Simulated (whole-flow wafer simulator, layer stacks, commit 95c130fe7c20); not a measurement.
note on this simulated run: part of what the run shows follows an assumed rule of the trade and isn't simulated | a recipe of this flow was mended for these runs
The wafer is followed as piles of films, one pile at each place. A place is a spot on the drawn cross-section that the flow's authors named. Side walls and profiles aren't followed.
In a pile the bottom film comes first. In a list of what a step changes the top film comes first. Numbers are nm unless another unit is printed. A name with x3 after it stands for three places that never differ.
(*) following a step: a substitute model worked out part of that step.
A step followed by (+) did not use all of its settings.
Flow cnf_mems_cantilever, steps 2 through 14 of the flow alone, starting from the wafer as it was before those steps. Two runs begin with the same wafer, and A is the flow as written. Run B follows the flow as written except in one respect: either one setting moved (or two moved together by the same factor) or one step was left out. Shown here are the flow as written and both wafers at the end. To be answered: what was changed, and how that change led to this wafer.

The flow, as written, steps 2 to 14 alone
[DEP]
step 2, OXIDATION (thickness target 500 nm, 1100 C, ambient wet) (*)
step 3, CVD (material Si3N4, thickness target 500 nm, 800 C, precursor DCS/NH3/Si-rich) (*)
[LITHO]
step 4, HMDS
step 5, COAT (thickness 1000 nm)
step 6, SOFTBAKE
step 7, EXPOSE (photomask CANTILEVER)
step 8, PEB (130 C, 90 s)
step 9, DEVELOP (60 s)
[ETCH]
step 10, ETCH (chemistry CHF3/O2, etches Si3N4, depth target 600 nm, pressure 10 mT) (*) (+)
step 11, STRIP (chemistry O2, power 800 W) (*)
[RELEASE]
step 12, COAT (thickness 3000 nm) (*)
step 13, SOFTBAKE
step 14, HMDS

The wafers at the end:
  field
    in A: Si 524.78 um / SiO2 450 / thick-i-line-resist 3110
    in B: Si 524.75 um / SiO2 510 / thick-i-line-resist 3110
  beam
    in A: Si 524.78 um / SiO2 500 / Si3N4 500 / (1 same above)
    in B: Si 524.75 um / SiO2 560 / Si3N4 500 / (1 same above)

The reason: step 2, OXIDATION: thickness target 560 nm was run, while the flow as written has thickness target 500 nm.
The wafer itself shows it: beam has SiO2 560, and step 2 as written asks for 500 nm.

The path from the change to this, step by step:
  step 2, OXIDATION (thickness target 500 nm, 1100 C, ambient wet) (*)
      field, beam: A SiO2 gains 500 (new film), chemical SiO2 loses 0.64 (all of it), Si loses 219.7 | B SiO2 gains 560 (new film), chemical SiO2 loses 0.64 (all of it), Si loses 246.1
